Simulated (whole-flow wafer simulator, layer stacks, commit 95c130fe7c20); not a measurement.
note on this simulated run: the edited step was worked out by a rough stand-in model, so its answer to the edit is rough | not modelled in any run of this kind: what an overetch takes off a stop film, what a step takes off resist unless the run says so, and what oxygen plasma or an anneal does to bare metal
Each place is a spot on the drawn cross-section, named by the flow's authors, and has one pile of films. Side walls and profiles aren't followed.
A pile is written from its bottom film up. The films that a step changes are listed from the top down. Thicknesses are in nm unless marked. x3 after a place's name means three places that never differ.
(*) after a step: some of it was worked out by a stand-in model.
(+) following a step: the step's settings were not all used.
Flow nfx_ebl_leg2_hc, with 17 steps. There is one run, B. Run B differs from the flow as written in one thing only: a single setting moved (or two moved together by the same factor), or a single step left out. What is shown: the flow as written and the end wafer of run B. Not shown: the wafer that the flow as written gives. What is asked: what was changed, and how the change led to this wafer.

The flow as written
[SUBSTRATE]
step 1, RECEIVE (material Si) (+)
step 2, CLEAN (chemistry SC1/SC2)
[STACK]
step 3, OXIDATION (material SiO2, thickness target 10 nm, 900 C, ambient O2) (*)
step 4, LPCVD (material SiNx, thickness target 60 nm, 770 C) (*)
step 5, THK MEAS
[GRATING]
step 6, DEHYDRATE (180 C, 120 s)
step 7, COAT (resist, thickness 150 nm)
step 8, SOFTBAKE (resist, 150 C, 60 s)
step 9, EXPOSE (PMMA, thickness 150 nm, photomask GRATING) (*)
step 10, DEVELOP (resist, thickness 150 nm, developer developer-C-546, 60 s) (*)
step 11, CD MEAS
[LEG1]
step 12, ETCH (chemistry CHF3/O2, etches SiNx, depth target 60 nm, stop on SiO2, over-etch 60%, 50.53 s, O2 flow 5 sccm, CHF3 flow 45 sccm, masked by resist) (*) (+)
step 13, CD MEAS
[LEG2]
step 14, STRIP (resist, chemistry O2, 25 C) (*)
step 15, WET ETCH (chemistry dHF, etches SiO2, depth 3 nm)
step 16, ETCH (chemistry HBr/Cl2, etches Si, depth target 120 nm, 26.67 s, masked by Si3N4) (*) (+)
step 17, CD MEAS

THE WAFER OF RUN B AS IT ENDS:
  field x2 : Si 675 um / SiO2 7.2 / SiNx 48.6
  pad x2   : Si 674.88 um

Cause: step 3, OXIDATION: thickness target 7.2 nm was run, though the flow has thickness target 10 nm.
The wafer itself shows it: field x2 has SiO2 7.2, and step 3 as written asks for 10 nm.

The path from the change to this, step by step:
  step 3, OXIDATION (material SiO2, thickness target 10 nm, 900 C, ambient O2) (*)
      field x2, pad x2: SiO2 gains 7.2 (new film), chemical SiO2 loses 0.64 (all of it), Si loses 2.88 (in the flow as written it would be: SiO2 gains 10 (new film), chemical SiO2 loses 0.64 (all of it), Si loses 4.12)
  step 12, ETCH (chemistry CHF3/O2, etches SiNx, depth target 60 nm, stop on SiO2, over-etch 60%, 50.53 s, O2 flow 5 sccm, CHF3 flow 45 sccm, masked by resist) (*) (+)
      pad x2: SiNx loses 60 (all of it), SiO2 loses 7.2 (all of it) (in the flow as written it would be: SiNx loses 60 (all of it), SiO2 loses 10 (all of it))
